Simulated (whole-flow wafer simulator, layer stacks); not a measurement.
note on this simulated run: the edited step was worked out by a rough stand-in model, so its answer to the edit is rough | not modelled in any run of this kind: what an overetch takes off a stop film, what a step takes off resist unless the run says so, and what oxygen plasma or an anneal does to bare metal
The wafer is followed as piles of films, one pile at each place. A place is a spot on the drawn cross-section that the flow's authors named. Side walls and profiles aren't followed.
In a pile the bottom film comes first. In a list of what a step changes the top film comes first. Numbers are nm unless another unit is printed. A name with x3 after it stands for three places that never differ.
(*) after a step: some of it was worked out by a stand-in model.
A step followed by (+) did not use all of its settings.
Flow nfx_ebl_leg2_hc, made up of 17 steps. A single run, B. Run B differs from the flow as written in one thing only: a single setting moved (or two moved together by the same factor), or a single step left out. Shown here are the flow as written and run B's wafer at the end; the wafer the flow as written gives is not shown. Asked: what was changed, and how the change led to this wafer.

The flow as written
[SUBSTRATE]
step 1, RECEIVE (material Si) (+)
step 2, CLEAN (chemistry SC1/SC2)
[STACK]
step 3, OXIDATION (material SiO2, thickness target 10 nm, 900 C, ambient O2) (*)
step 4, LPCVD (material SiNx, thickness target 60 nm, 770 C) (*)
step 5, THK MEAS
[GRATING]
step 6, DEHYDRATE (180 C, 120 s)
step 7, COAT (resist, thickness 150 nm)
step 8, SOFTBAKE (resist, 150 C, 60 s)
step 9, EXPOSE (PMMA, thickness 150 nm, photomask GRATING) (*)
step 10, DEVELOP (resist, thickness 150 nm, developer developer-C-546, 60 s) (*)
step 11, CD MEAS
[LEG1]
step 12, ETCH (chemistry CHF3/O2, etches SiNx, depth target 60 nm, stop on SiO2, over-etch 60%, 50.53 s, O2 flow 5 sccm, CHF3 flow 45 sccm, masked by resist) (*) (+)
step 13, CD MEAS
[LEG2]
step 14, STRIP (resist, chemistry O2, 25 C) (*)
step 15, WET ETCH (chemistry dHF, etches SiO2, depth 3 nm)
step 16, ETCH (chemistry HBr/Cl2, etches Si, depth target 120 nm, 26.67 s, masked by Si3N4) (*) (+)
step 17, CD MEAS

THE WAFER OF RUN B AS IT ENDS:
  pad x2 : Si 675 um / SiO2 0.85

What caused this: step 12, ETCH: depth target 37.5 nm was run, though the flow has depth target 60 nm.

The path from the change to this, step by step:
  step 12, ETCH (chemistry CHF3/O2, etches SiNx, depth target 60 nm, stop on SiO2, over-etch 60%, 50.53 s, O2 flow 5 sccm, CHF3 flow 45 sccm, masked by resist) (*) (+)
      pad x2: SiNx loses 60 (all of it) (as written it would have been: SiNx loses 60 (all of it), SiO2 loses 10 (all of it))
      field x2: resist loses 60 (as written it would have been: resist loses 96)
  step 14, STRIP (resist, chemistry O2, 25 C) (*)
      pad x2: nothing (as written it would have been: chemical SiO2 gains 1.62 (new film), Si loses 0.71)
      field x2: resist loses 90 (all of it) (as written it would have been: resist loses 54 (all of it))
  step 15, WET ETCH (chemistry dHF, etches SiO2, depth 3 nm)
      pad x2: SiO2 loses 3 (as written it would have been: chemical SiO2 loses 1.62 (all of it))
  step 16, ETCH (chemistry HBr/Cl2, etches Si, depth target 120 nm, 26.67 s, masked by Si3N4) (*) (+)
      pad x2: SiO2 loses 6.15 (as written it would have been: Si loses 120)
